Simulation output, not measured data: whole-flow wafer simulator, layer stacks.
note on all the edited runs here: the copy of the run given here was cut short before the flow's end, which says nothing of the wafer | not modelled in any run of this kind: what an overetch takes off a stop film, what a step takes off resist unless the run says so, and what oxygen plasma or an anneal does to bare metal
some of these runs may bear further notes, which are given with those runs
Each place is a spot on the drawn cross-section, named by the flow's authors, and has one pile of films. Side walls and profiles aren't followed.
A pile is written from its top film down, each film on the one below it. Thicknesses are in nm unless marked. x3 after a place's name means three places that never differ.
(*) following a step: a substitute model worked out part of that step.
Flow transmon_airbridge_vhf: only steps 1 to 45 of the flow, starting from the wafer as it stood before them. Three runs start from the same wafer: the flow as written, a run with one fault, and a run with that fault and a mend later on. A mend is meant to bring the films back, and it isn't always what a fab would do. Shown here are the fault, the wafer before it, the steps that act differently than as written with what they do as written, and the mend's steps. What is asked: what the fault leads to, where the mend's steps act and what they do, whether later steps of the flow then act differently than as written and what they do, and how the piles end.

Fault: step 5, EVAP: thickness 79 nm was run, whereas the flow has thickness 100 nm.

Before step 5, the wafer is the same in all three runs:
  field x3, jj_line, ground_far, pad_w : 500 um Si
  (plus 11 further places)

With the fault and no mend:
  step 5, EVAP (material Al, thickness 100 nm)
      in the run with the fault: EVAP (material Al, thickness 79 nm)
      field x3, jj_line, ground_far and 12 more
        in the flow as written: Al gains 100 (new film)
        in the run with the fault: Al gains 79 (new film)
  Steps further on in the flow that do not act as written (not shown: 19 more steps that differ only slightly, by at most 2% or 0.5 nm, whichever is larger):
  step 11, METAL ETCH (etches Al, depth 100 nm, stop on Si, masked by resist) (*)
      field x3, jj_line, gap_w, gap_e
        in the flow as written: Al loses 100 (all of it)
        in the run with the fault: Al loses 79 (all of it)
  By the end, the piles at ground_far, pad_w, flank_w and 8 more depart from the flow's by more than 2% or 0.5 nm, whichever is larger.
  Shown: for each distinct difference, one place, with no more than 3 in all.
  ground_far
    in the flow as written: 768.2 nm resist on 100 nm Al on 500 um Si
    in the run with the fault: 768.2 nm resist on 79 nm Al on 500 um Si
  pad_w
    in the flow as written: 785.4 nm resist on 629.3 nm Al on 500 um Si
    in the run with the fault: 786.2 nm resist on 608.3 nm Al on 500 um Si
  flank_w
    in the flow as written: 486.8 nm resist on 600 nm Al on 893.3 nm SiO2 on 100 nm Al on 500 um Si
    in the run with the fault: 490.1 nm resist on 600 nm Al on 893.2 nm SiO2 on 79 nm Al on 500 um Si

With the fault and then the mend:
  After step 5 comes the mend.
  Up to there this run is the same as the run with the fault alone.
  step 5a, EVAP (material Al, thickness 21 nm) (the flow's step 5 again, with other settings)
      field x3, jj_line, ground_far and 12 more
        Al gains 21
  None of the later steps of the flow acts differently than as written at any place that is followed.
  At every place that both follow, the piles at the end match the flow's.
